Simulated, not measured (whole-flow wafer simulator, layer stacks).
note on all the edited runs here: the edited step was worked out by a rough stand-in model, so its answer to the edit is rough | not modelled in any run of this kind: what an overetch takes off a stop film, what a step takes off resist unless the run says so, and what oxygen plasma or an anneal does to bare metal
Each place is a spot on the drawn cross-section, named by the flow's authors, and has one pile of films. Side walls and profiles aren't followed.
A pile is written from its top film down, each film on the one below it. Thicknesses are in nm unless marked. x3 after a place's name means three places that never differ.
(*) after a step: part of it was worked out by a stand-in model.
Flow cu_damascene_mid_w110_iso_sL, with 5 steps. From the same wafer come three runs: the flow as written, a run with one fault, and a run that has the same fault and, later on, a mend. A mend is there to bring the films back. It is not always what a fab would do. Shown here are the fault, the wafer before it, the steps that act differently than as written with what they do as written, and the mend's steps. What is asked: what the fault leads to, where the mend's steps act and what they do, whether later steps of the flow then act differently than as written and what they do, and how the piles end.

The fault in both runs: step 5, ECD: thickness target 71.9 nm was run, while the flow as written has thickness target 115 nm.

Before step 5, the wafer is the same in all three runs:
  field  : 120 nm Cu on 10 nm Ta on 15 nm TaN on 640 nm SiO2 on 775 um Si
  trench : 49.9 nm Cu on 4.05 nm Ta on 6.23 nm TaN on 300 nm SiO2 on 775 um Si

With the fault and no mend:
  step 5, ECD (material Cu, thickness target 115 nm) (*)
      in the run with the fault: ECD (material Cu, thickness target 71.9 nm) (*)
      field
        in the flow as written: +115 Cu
        in the run with the fault: +71.9 Cu
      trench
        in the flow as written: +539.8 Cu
        in the run with the fault: +496.7 Cu
  None of the later steps of the flow acts differently than as written at any place that is followed.
  At field, trench, the piles at the end differ from the flow's by more than 2% or 0.5 nm, whichever is larger.
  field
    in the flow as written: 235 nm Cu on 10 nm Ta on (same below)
    in the run with the fault: 191.9 nm Cu on 10 nm Ta on (same below)
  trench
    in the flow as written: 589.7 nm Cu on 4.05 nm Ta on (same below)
    in the run with the fault: 546.6 nm Cu on 4.05 nm Ta on (same below)

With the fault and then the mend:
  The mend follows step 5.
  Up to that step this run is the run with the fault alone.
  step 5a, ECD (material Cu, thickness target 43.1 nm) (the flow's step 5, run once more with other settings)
      field, trench
        +43.1 Cu
  None of the later steps of the flow acts differently than as written at any place that is followed.
  At every place that both follow, the piles at the end match the flow's.
